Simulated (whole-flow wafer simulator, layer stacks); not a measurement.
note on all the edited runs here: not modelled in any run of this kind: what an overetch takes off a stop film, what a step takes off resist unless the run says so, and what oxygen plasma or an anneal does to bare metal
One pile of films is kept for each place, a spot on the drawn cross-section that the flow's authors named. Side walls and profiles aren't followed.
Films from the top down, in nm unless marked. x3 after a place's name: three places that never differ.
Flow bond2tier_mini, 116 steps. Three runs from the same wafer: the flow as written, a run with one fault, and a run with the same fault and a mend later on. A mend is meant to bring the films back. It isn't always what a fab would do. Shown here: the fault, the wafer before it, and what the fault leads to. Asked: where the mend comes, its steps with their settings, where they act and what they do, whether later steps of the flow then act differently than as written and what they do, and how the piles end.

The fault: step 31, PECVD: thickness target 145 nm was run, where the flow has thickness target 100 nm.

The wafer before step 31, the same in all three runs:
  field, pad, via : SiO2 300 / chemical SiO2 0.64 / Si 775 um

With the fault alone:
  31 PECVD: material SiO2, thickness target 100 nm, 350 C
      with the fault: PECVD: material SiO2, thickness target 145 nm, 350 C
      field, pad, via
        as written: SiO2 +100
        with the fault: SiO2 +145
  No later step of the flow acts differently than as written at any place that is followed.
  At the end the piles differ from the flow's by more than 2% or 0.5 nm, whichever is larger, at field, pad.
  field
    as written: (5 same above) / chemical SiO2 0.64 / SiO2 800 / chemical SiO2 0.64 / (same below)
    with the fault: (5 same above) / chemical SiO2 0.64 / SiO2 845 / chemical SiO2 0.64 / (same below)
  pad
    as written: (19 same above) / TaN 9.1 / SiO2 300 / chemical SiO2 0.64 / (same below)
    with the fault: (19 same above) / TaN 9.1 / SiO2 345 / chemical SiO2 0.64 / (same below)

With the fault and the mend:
  The mend comes after step 31.
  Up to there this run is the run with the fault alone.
  31a ETCH: chemistry CHF3/CF4-rie, etches SiO2, depth target 45 nm (the flow's step 9 once more, with other settings)
      field, pad, via
        SiO2 -45
  No later step of the flow acts differently than as written at any place that is followed.
  At the end the piles are the same as the flow's at every place that both follow.
